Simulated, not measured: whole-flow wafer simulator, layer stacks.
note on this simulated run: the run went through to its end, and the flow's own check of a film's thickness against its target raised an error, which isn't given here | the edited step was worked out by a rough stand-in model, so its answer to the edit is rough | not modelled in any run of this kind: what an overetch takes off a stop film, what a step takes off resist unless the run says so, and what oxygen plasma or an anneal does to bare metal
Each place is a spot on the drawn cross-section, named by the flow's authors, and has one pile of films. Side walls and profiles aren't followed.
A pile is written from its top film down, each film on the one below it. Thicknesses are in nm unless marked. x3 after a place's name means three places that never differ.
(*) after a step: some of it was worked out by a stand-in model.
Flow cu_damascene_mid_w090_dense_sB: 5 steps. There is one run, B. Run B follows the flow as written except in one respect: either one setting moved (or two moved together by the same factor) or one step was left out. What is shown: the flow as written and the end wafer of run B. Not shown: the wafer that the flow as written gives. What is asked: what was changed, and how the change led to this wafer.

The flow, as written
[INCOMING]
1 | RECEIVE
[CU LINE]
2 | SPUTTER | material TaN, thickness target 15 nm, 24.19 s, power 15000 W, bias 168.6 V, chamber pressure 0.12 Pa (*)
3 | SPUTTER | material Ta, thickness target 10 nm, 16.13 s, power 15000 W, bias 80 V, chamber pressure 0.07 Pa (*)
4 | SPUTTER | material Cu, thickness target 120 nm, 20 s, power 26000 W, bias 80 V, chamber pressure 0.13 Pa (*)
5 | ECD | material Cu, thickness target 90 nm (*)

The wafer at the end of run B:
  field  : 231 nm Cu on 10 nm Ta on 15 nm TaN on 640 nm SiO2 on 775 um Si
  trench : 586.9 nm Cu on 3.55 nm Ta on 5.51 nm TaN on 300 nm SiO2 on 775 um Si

The reason: step 4, SPUTTER: thickness target 141 nm was run, though the flow has thickness target 120 nm; step 4, SPUTTER: 23.5 s was run, where the flow has 20 s.

How this came from the change, step by step:
  4 | SPUTTER | material Cu, thickness target 120 nm, 20 s, power 26000 W, bias 80 V, chamber pressure 0.13 Pa (*)
      field: Cu gains 141 (new film) (as written it would have been: Cu gains 120 (new film))
      trench: Cu gains 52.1 (new film) (as written it would have been: Cu gains 44.3 (new film))
  5 | ECD | material Cu, thickness target 90 nm (*)
      trench: Cu gains 534.8 (as written it would have been: Cu gains 521.6)
